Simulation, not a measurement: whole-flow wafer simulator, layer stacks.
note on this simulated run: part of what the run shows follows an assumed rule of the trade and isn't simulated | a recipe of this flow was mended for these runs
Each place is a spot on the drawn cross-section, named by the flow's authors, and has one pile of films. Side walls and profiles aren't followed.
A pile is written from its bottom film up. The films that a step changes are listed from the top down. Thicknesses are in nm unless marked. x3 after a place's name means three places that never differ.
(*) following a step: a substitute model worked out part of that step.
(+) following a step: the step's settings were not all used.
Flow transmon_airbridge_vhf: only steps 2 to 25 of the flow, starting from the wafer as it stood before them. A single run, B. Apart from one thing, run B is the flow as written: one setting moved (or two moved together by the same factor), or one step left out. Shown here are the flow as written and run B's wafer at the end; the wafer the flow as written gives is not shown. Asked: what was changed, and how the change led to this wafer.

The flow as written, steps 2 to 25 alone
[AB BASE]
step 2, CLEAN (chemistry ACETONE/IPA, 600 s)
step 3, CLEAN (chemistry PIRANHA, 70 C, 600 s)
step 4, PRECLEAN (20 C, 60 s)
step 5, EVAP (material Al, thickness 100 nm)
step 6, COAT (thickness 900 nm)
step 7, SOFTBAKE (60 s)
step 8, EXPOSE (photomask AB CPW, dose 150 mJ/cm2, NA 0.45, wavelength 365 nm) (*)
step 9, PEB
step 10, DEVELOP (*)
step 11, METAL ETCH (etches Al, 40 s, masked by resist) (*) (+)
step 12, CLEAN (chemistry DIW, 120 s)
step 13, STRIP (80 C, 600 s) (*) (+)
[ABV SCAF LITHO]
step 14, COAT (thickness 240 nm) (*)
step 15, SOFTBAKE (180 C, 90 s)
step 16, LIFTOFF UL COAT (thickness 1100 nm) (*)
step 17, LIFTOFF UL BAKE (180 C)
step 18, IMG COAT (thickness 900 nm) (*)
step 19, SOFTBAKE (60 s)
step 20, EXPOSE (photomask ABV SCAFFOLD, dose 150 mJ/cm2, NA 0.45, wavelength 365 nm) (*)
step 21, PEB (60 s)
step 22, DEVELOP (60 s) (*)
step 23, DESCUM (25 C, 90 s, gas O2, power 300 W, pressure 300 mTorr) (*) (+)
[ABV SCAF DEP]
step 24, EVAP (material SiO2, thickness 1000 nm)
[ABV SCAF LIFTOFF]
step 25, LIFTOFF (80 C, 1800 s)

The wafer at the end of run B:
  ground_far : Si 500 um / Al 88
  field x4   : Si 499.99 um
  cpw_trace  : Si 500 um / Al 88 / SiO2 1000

What caused this: step 5, EVAP: thickness 88 nm was run, whereas the flow has thickness 100 nm; step 11, METAL ETCH: 35 s was run, where the flow has 40 s.
The wafer lets one read it off: ground_far has Al 88, and step 5 as written asks for 100 nm.

How this came from the change, step by step:
  step 5, EVAP (material Al, thickness 100 nm)
      field x4, ground_far, pad_w x2, flank_w x2, gap_w x2, cpw_trace, trace_open_s x2, margin_s x3: Al gains 88 (new film) (as written it would have been: Al gains 100 (new film))
  step 11, METAL ETCH (etches Al, 40 s, masked by resist) (*) (+)
      ground_far, pad_w x2, flank_w x2, cpw_trace, trace_open_s x2, margin_s x3: i-line-resist loses 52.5 (as written it would have been: i-line-resist loses 60)
      field x4, gap_w x2: Al loses 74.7 (all of it), Si loses 10.1 (as written it would have been: Al loses 86.7 (all of it), Si loses 11.1)
